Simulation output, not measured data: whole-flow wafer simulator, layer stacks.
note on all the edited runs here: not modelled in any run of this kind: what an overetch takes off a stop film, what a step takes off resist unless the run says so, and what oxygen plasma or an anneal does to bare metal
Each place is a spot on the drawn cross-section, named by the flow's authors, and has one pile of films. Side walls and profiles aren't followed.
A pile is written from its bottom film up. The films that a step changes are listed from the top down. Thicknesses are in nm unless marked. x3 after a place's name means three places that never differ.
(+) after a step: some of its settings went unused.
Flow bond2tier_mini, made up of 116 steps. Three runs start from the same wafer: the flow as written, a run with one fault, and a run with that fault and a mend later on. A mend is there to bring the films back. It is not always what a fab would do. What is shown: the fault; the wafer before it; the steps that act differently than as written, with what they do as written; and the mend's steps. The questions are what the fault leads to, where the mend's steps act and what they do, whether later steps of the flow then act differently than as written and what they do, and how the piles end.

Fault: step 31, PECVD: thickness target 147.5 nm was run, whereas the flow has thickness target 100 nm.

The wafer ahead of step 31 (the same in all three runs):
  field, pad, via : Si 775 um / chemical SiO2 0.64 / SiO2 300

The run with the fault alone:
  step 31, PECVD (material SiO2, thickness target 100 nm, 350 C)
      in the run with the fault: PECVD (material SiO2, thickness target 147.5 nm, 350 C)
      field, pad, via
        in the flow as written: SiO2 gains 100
        in the run with the fault: SiO2 gains 147.5
  None of the later steps of the flow acts differently than as written at any place that is followed.
  At field, pad, the piles at the end differ from the flow's by more than 2% or 0.5 nm, whichever is larger.
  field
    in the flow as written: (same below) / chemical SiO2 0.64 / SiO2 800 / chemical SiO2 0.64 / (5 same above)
    in the run with the fault: (same below) / chemical SiO2 0.64 / SiO2 847.5 / chemical SiO2 0.64 / (5 same above)
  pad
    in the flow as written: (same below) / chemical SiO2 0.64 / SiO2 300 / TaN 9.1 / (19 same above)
    in the run with the fault: (same below) / chemical SiO2 0.64 / SiO2 347.5 / TaN 9.1 / (19 same above)

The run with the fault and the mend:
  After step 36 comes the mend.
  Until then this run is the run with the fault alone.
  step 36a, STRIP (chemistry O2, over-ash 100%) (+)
      field
        KrF resist loses 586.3 (all of it)
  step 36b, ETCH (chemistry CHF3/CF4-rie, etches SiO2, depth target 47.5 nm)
      field, pad, via
        SiO2 loses 47.5
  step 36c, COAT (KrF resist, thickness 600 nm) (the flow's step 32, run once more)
      field, pad, via
        KrF resist gains 600 (new film)
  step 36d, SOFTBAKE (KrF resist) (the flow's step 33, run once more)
      does not change any film at any place that is followed
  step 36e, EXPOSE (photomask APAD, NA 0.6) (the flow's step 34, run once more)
      does not change any film at any place that is followed
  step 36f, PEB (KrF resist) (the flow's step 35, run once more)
      does not change any film at any place that is followed
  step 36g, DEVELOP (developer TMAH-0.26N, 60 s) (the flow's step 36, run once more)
      pad, via
        KrF resist loses 600 (all of it)
      field
        KrF resist loses 13.7
  None of the later steps of the flow acts differently than as written at any place that is followed.
  At every place that both follow, the piles at the end match the flow's.
